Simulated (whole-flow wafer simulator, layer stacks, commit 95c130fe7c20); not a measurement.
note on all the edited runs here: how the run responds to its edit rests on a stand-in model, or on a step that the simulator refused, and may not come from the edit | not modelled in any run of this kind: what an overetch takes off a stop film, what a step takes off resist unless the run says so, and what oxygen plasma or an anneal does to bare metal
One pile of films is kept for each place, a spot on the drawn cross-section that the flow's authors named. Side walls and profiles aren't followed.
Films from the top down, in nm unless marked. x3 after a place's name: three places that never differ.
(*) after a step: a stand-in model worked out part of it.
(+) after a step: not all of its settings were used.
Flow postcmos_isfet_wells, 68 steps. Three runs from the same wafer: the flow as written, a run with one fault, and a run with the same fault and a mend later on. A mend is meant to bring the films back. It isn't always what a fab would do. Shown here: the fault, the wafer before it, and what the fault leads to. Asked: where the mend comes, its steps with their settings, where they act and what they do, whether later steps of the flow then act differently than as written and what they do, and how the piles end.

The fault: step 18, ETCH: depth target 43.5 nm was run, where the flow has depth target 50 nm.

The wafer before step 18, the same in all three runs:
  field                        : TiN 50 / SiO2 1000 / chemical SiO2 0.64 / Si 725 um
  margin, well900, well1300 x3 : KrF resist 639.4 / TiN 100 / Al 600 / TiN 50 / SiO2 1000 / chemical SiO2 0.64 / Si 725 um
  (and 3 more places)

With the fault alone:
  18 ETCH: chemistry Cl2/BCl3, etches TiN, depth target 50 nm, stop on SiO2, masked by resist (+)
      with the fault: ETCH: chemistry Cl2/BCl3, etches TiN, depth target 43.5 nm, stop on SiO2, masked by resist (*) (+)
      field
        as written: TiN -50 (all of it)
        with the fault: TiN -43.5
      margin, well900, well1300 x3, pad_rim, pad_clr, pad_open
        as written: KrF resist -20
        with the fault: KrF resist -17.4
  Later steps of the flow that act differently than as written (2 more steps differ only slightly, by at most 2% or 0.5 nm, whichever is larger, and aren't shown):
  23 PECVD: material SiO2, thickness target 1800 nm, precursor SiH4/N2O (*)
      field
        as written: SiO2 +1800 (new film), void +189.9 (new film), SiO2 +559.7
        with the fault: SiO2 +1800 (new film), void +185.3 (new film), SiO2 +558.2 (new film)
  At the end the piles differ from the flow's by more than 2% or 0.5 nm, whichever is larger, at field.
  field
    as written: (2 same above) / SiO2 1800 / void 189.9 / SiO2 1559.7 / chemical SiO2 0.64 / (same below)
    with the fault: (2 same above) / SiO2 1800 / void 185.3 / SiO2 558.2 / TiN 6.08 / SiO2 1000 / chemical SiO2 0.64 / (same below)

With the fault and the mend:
  The mend comes after step 18.
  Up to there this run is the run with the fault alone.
  18a ETCH: chemistry Cl2/BCl3, etches TiN, depth target 6.5 nm, stop on SiO2, masked by resist (the flow's step 18 once more, with other settings)
      margin, well900, well1300 x3, pad_rim, pad_clr, pad_open
        KrF resist -2.6
      field
        TiN -6.5 (all of it)
  No later step of the flow acts differently than as written at any place that is followed.
  At the end the piles are the same as the flow's at every place that both follow.
